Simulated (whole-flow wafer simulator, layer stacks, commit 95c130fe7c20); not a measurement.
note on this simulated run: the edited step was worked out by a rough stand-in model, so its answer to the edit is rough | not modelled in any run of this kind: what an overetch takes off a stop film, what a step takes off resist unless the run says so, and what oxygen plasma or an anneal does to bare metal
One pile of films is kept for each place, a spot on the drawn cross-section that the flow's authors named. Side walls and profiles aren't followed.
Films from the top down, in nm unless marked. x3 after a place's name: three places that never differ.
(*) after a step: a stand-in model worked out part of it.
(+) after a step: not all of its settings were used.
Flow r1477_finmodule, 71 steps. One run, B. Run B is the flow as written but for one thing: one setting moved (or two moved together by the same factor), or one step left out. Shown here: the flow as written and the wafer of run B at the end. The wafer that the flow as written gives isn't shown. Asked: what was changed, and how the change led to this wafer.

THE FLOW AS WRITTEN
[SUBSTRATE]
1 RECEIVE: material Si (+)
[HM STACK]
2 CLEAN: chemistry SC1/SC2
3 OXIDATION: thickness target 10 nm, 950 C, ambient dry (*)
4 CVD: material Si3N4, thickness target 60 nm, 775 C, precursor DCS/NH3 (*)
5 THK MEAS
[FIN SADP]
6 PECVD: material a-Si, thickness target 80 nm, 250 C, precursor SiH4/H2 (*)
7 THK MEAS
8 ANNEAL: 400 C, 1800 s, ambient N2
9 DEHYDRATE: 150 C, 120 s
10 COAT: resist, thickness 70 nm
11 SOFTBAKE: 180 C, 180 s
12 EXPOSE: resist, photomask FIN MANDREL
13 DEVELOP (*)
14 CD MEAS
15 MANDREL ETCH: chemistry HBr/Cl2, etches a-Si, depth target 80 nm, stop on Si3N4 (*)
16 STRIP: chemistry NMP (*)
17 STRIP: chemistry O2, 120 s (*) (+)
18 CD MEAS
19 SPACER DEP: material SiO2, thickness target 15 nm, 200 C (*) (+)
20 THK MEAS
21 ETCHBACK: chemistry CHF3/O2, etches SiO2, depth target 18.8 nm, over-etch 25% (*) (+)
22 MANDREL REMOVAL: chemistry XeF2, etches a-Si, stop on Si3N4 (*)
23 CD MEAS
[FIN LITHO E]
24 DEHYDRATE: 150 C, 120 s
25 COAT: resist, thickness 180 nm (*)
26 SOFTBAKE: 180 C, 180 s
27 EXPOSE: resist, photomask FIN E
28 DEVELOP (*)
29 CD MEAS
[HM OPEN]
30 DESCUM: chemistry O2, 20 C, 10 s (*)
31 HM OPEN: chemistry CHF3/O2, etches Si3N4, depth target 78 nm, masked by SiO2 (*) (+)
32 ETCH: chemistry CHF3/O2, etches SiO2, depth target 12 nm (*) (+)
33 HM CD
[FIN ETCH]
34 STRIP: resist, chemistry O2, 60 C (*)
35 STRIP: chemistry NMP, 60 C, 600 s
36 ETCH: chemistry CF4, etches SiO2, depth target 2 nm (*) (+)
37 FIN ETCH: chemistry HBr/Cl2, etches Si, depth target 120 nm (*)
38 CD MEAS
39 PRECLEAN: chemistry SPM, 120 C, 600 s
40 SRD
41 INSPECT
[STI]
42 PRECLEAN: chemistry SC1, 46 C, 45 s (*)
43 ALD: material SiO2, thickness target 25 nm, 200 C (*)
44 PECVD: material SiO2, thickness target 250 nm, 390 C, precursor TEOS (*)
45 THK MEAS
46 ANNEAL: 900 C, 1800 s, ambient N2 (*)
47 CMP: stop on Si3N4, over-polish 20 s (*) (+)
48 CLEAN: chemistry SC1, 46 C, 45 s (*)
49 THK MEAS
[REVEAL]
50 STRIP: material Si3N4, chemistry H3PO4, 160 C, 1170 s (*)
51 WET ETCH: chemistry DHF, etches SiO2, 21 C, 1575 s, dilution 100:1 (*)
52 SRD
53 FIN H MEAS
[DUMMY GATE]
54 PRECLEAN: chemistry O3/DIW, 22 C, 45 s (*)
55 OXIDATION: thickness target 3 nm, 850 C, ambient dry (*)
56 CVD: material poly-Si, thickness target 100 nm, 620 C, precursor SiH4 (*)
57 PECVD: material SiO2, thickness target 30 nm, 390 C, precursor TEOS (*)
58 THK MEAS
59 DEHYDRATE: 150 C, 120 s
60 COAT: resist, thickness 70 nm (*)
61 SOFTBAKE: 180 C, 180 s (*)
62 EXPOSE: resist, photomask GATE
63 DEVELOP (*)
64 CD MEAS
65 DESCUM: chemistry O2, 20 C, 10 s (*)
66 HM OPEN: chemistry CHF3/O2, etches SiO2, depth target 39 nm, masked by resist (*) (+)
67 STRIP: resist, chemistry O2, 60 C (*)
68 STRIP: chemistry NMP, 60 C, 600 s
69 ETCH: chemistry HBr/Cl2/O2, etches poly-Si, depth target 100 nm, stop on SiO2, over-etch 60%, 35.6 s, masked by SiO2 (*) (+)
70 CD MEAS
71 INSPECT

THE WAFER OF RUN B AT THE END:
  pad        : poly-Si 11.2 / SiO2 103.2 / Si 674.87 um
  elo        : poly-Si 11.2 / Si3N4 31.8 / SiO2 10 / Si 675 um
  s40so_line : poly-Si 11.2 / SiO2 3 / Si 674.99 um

The cause: step 69, ETCH: depth target 54 nm was run, where the flow has depth target 100 nm; step 69, ETCH: 19.2 s was run, where the flow has 35.6 s.

How the change led to this, step by step:
  69 ETCH: chemistry HBr/Cl2/O2, etches poly-Si, depth target 100 nm, stop on SiO2, over-etch 60%, 35.6 s, masked by SiO2 (*) (+)
      pad, eso, e40so and 8 more: chemical SiO2 -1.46 (all of it), poly-Si -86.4 (as written it would be: chemical SiO2 -1.46 (all of it), poly-Si -97.6 (all of it), SiO2 -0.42)
      elo, e40lo, e100lo, e200lo: chemical SiO2 -1.46 (all of it), poly-Si -86.4 (as written it would be: chemical SiO2 -1.46 (all of it), poly-Si -97.6 (all of it), Si3N4 -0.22)
      (and at 21 more places)
